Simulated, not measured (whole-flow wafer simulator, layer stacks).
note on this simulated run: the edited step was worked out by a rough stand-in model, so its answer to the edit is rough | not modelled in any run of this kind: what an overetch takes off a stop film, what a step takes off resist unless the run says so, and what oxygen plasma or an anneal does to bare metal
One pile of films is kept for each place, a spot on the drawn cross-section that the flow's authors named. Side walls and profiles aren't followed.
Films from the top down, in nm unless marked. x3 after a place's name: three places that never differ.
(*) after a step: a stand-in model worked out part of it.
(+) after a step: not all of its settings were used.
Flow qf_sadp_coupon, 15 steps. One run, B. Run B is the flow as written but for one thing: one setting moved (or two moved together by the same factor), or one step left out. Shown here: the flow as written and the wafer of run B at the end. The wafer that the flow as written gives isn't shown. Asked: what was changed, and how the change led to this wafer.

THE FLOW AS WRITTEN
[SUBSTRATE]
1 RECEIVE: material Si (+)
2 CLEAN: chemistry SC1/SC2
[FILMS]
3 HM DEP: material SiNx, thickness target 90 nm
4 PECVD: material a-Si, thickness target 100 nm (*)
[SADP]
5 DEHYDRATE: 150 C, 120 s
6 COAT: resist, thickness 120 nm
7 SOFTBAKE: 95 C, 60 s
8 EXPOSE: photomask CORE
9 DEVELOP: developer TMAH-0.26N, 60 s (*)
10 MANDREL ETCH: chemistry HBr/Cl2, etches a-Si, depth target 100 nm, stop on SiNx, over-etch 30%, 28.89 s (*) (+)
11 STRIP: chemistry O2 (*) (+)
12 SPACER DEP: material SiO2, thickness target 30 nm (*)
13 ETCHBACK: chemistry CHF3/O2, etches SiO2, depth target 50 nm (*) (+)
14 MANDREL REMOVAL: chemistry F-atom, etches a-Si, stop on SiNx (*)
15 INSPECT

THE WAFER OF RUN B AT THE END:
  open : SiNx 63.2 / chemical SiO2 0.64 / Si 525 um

The cause: step 4, PECVD: thickness target 75.7 nm was run, where the flow has thickness target 100 nm.

How the change led to this, step by step:
  4 PECVD: material a-Si, thickness target 100 nm (*)
      m, open: a-Si +75.7 (new film) (as written it would be: a-Si +100 (new film))
  10 MANDREL ETCH: chemistry HBr/Cl2, etches a-Si, depth target 100 nm, stop on SiNx, over-etch 30%, 28.89 s (*) (+)
      open: a-Si -75.7 (all of it), SiNx -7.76 (as written it would be: a-Si -100 (all of it), SiNx -4.29)
  14 MANDREL REMOVAL: chemistry F-atom, etches a-Si, stop on SiNx (*)
      m: a-Si -71.5 (all of it) (as written it would be: a-Si -95.8 (all of it))
